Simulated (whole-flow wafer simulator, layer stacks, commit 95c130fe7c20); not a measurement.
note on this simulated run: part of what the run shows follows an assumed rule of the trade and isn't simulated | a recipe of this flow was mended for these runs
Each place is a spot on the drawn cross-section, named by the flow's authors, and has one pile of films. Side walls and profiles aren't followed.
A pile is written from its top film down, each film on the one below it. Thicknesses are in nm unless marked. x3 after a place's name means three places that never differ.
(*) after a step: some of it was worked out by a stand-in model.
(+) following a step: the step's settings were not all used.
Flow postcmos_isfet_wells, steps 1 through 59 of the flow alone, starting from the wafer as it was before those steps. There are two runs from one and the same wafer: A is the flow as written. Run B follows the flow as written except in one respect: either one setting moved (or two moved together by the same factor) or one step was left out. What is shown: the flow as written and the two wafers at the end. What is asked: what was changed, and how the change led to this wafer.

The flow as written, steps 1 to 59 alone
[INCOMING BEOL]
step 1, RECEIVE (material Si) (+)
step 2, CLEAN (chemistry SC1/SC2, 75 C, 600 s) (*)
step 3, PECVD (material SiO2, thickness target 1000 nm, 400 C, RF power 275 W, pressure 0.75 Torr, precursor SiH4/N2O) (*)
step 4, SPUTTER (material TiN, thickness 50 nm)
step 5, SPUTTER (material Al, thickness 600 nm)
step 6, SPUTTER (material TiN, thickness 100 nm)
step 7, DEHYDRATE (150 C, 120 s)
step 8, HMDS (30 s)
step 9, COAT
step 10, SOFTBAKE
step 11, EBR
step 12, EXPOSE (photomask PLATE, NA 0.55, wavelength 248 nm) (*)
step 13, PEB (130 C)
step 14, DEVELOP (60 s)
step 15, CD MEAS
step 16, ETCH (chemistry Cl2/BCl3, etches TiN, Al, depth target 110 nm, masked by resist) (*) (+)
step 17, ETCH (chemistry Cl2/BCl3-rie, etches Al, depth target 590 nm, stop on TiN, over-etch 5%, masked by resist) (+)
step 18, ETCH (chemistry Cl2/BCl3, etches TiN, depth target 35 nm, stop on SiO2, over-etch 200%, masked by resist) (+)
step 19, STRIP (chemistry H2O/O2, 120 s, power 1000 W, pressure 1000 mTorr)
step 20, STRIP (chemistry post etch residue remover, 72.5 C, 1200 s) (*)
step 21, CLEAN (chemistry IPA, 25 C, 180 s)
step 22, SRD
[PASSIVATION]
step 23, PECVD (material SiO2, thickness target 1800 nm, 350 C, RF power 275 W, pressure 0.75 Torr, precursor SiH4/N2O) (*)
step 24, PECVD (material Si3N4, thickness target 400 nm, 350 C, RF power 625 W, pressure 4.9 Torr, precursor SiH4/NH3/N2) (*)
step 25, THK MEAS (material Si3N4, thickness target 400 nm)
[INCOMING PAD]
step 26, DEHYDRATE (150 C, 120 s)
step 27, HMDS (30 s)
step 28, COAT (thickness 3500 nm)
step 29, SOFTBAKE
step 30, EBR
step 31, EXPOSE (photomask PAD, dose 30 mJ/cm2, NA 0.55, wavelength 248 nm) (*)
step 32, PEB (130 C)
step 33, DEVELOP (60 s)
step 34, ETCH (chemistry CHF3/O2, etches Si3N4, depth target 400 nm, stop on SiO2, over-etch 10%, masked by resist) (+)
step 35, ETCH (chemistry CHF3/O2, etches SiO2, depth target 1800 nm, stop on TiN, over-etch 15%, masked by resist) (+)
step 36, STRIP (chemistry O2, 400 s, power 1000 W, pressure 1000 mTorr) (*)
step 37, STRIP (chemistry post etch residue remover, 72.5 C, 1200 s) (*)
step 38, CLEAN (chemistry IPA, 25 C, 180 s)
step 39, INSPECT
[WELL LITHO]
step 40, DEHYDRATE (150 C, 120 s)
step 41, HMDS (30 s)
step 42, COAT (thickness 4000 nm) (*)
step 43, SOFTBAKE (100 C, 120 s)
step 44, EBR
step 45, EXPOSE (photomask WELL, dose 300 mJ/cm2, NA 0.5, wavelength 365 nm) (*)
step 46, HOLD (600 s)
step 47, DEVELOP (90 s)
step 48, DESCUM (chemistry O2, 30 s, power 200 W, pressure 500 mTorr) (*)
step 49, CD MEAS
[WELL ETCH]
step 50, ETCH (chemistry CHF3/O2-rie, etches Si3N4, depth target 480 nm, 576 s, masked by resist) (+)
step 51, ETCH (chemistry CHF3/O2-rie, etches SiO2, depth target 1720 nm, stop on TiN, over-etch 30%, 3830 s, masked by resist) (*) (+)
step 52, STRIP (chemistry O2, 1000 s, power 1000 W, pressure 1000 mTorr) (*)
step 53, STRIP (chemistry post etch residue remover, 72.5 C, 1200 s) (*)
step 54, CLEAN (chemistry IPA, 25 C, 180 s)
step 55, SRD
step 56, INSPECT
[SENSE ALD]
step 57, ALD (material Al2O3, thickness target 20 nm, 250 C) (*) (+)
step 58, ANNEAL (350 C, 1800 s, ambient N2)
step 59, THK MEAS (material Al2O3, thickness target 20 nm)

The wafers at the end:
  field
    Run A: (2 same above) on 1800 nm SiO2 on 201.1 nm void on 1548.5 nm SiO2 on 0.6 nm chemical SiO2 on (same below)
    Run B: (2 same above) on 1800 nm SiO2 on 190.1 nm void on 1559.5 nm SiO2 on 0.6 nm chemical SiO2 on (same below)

The reason: step 18, ETCH: depth target 11 nm was run, while the flow as written has depth target 35 nm.

How this came from the change, step by step:
  step 18, ETCH (chemistry Cl2/BCl3, etches TiN, depth target 35 nm, stop on SiO2, over-etch 200%, masked by resist) (+)
      margin x2, well900 x4, pad_clr, pad_open: A thick-KrF-resist loses 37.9 | B thick-KrF-resist loses 13.2
      field: A TiN loses 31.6 (all of it), SiO2 loses 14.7 | B TiN loses 31.6 (all of it), SiO2 loses 0.29
  step 19, STRIP (chemistry H2O/O2, 120 s, power 1000 W, pressure 1000 mTorr)
      margin x2, well900 x4, pad_clr, pad_open: A thick-KrF-resist loses 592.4 (all of it) | B thick-KrF-resist loses 617 (all of it)
  step 23, PECVD (material SiO2, thickness target 1800 nm, 350 C, RF power 275 W, pressure 0.75 Torr, precursor SiH4/N2O) (*)
      field: A SiO2 gains 1800 (new film), void gains 201.1 (new film), SiO2 gains 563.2 | B SiO2 gains 1800 (new film), void gains 190.1 (new film), SiO2 gains 559.8
